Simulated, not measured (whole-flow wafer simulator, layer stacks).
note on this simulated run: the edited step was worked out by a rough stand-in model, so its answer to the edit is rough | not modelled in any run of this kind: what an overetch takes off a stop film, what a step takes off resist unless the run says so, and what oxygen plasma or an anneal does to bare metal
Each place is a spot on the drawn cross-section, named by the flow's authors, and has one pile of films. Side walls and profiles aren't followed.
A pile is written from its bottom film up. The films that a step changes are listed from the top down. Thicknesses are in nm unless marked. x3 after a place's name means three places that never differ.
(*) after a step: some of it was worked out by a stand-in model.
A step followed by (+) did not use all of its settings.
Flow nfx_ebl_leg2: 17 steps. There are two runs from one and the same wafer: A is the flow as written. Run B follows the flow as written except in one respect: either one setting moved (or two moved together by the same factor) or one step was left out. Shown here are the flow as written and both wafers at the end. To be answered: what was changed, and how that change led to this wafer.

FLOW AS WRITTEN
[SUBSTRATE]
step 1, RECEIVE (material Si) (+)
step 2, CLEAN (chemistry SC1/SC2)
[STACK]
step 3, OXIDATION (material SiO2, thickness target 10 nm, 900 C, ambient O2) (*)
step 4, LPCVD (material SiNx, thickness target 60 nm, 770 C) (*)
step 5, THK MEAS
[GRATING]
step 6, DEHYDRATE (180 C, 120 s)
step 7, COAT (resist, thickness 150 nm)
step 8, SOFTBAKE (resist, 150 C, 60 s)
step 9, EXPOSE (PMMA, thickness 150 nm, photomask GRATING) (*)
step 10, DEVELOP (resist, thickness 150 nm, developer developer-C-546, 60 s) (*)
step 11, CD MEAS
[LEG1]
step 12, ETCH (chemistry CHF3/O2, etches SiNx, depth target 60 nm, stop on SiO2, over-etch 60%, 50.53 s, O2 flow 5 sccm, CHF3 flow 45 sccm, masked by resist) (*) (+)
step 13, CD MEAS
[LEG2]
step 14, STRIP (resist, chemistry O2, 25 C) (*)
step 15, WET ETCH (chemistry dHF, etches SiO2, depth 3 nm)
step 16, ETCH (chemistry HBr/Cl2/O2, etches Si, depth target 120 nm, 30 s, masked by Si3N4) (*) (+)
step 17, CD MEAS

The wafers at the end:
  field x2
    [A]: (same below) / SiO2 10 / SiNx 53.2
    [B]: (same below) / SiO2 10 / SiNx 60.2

The reason: step 4, LPCVD: thickness target 67 nm was run, whereas the flow has thickness target 60 nm.

How this came from the change, step by step:
  step 4, LPCVD (material SiNx, thickness target 60 nm, 770 C) (*)
      field x2, pad x2: A SiNx gains 60 (new film) | B SiNx gains 67 (new film)
  step 12, ETCH (chemistry CHF3/O2, etches SiNx, depth target 60 nm, stop on SiO2, over-etch 60%, 50.53 s, O2 flow 5 sccm, CHF3 flow 45 sccm, masked by resist) (*) (+)
      pad x2: A SiNx loses 60 (all of it), SiO2 loses 10 (all of it) | B SiNx loses 67 (all of it), SiO2 loses 10 (all of it)
